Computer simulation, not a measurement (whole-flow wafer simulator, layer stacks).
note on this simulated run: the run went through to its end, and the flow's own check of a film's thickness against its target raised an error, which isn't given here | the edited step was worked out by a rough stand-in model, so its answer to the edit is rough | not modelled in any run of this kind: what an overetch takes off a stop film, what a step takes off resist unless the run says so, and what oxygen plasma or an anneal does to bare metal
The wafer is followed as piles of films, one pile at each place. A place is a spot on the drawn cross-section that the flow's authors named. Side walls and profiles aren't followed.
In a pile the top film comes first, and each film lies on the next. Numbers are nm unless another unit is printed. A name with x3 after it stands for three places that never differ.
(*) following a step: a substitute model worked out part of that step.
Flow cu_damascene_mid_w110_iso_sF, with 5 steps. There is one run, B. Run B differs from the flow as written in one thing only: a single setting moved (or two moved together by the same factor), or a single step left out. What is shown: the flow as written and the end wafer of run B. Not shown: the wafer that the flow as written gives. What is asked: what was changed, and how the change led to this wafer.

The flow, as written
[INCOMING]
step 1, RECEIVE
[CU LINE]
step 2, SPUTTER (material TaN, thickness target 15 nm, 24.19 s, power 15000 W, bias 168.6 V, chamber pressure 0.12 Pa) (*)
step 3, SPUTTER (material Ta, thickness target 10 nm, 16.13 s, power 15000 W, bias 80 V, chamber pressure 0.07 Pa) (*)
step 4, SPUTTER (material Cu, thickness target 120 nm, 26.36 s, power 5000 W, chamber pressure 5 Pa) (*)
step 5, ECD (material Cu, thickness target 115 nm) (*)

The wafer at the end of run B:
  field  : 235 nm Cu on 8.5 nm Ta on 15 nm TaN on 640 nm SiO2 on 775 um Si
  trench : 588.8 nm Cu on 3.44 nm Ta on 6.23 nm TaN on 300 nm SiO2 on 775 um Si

Cause: step 3, SPUTTER: thickness target 8.5 nm was run, though the flow has thickness target 10 nm; step 3, SPUTTER: 13.71 s was run, where the flow has 16.13 s.
One can read it off the wafer: field has Ta 8.5, and step 3 as written asks for 10 nm.

How this came from the change, step by step:
  step 3, SPUTTER (material Ta, thickness target 10 nm, 16.13 s, power 15000 W, bias 80 V, chamber pressure 0.07 Pa) (*)
      field: Ta gains 8.5 (new film) (as written it would have been: Ta gains 10 (new film))
      trench: Ta gains 3.44 (new film) (as written it would have been: Ta gains 4.05 (new film))
